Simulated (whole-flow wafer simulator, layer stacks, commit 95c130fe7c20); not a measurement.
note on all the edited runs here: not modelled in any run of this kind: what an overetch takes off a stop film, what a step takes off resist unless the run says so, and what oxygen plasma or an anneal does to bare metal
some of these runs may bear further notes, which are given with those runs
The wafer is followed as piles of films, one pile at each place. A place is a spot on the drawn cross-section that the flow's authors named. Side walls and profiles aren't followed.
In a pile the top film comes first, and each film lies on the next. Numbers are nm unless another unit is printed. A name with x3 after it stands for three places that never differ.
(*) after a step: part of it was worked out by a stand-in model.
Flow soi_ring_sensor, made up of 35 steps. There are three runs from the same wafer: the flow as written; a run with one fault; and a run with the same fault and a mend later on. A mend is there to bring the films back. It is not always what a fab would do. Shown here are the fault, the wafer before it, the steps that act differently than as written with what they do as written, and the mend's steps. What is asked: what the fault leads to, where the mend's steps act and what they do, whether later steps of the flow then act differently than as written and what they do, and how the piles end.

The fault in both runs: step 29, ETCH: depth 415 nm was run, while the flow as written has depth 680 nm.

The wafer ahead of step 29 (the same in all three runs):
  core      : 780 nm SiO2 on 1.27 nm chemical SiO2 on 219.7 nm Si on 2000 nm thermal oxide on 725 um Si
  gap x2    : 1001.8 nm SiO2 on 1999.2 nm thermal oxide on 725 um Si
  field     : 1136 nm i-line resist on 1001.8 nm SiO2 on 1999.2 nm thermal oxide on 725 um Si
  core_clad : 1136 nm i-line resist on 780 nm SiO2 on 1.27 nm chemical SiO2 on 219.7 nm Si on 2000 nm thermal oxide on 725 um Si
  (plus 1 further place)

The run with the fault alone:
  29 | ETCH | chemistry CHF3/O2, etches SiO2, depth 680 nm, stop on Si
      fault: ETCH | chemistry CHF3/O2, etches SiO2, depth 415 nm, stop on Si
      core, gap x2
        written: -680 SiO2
        fault: -415 SiO2
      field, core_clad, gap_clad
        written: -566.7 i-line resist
        fault: -345.8 i-line resist
  Steps further on in the flow that do not act as written:
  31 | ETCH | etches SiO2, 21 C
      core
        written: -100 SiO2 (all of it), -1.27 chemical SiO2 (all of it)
        fault: -365 SiO2 (all of it), -1.27 chemical SiO2 (all of it)
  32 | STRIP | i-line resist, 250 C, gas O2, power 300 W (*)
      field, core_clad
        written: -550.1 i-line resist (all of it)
        fault: -770.9 i-line resist (all of it)
  The piles end only slightly different from the flow's at the places that both follow, by no more than 2% or 0.5 nm, whichever is larger.

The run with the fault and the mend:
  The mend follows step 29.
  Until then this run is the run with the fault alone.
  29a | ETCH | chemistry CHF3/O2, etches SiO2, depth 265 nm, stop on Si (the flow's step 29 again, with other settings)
      core, gap x2
        -265 SiO2
      field, core_clad, gap_clad
        -220.8 i-line resist
  Every later step of the flow that is run acts as written at every place that is followed.
  At every place that both follow, the piles at the end match the flow's.
